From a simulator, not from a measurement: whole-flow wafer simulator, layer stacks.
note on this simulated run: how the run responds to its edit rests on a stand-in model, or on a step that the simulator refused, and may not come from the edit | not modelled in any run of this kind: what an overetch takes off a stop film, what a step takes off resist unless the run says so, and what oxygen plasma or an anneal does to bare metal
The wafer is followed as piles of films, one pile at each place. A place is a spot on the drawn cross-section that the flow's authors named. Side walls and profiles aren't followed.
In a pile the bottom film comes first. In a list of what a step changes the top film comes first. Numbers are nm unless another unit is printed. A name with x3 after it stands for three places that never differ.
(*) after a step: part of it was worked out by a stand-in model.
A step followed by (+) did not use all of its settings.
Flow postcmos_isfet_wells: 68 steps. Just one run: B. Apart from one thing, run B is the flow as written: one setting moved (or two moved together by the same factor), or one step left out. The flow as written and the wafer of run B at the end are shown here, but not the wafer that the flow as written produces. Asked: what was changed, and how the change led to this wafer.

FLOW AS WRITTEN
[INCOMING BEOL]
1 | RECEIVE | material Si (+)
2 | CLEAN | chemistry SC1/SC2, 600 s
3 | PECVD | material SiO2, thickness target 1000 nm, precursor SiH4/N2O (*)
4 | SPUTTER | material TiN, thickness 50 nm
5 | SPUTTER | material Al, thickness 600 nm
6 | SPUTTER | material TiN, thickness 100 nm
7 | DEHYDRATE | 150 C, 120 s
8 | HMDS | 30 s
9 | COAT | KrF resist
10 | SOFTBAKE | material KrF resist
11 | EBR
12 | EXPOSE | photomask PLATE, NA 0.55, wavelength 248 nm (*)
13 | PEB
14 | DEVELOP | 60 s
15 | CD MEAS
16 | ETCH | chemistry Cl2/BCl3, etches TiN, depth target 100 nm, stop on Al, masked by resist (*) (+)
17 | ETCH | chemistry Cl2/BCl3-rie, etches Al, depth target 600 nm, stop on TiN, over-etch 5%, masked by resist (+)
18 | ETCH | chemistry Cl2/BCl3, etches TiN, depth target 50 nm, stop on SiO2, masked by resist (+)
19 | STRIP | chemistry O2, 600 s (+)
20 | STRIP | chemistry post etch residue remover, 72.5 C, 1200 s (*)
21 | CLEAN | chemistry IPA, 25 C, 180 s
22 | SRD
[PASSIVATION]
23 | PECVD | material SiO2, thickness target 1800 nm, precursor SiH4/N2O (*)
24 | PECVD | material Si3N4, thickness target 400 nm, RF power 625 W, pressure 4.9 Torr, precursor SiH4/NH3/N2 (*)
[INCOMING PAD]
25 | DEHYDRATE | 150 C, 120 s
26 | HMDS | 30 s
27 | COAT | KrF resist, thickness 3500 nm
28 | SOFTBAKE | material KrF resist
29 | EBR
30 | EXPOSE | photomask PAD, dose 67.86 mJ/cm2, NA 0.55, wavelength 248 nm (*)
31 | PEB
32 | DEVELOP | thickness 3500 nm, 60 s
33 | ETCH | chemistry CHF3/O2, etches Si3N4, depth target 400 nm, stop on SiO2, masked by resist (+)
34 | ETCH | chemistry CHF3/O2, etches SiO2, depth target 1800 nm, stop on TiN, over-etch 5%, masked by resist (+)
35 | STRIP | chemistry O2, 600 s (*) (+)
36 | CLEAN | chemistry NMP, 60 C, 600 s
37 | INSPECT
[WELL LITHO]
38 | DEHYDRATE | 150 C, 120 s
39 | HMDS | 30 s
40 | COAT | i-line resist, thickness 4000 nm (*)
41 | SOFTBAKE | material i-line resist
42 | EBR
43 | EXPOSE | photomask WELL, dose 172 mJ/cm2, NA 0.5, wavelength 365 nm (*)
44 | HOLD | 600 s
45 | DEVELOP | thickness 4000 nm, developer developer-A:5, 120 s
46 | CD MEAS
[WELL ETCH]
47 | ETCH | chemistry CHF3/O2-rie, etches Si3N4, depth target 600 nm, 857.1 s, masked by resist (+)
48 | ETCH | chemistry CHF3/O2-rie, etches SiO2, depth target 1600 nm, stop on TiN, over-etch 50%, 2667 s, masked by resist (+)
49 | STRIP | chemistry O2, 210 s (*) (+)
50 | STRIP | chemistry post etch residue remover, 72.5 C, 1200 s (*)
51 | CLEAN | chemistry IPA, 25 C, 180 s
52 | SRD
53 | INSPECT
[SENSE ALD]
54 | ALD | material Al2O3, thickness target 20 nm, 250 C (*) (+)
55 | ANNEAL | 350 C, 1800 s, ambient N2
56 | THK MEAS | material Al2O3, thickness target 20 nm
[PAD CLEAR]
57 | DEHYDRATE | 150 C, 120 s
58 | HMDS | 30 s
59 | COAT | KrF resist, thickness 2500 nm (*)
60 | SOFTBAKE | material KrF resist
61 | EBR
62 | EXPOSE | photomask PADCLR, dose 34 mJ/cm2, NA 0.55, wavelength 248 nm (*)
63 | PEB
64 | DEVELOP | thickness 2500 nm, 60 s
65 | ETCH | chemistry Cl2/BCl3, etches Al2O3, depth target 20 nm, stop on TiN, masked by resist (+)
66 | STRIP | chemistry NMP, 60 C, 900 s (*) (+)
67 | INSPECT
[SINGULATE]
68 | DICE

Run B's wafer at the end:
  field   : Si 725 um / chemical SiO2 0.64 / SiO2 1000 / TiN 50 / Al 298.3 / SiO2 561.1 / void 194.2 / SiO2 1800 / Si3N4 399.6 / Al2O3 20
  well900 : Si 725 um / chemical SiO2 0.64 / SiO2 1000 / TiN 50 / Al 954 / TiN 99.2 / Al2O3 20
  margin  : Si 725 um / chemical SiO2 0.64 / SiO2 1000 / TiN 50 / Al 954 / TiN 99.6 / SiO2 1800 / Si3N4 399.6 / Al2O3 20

The reason: step 5, SPUTTER: thickness 954 nm was run, though the flow has thickness 600 nm.
The wafer itself shows it: well900 has Al 954, and step 5 as written asks for 600 nm.

Step by step, how the change led to this:
  5 | SPUTTER | material Al, thickness 600 nm
      field, margin, well900, well1300 x3, pad_rim, pad_clr, pad_open: +954 Al (new film) (as written it would have been: +600 Al (new film))
  17 | ETCH | chemistry Cl2/BCl3-rie, etches Al, depth target 600 nm, stop on TiN, over-etch 5%, masked by resist (+)
      field: -600 Al (as written it would have been: -600 Al (all of it))
  18 | ETCH | chemistry Cl2/BCl3, etches TiN, depth target 50 nm, stop on SiO2, masked by resist (+)
      field: -50 Al (as written it would have been: -50 TiN (all of it))
  20 | STRIP | chemistry post etch residue remover, 72.5 C, 1200 s (*)
      field: -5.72 Al (as written it would have been: nothing)
  23 | PECVD | material SiO2, thickness target 1800 nm, precursor SiH4/N2O (*)
      field: +1800 SiO2 (new film), +194.2 void (new film), +561.1 SiO2 (new film) (as written it would have been: +1800 SiO2 (new film), +189.9 void (new film), +559.7 SiO2)
If metal films that touch count as one body, field has 1 body; the flow as written gives 0 bodies.
